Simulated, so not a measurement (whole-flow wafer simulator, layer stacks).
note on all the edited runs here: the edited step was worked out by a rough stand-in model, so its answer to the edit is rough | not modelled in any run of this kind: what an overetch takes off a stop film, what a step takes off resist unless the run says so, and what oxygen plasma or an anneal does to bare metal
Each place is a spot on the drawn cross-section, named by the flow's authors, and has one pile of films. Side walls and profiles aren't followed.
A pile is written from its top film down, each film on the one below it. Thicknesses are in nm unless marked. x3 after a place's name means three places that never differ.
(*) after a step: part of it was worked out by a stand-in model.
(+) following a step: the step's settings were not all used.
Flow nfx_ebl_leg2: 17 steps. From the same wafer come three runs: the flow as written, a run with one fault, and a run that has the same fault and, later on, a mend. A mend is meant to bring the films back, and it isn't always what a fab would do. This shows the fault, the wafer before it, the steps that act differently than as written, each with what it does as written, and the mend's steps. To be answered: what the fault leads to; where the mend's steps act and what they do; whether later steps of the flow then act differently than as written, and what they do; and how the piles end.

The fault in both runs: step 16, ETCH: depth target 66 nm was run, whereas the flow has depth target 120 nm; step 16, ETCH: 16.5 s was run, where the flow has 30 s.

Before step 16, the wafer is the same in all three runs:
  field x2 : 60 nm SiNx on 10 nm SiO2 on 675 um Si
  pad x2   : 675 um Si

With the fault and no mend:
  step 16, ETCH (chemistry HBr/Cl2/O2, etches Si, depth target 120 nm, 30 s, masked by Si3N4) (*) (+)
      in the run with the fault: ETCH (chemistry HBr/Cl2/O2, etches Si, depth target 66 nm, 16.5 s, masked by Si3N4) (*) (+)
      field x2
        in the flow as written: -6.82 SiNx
        in the run with the fault: -3.75 SiNx
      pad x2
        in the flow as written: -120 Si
        in the run with the fault: -66 Si
  None of the later steps of the flow acts differently than as written at any place that is followed.
  The piles end different from the flow's at field x2 by more than 2% or 0.5 nm, whichever is larger.
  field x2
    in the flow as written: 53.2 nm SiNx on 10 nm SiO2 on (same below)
    in the run with the fault: 56.2 nm SiNx on 10 nm SiO2 on (same below)

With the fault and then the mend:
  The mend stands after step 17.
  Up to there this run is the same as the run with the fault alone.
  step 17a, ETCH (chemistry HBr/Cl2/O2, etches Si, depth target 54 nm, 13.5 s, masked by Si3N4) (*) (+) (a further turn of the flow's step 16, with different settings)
      field x2
        -3.07 SiNx
      pad x2
        -54 Si
  None of the later steps of the flow acts differently than as written at any place that is followed.
  By the end, the piles equal the flow's at every place that both follow.
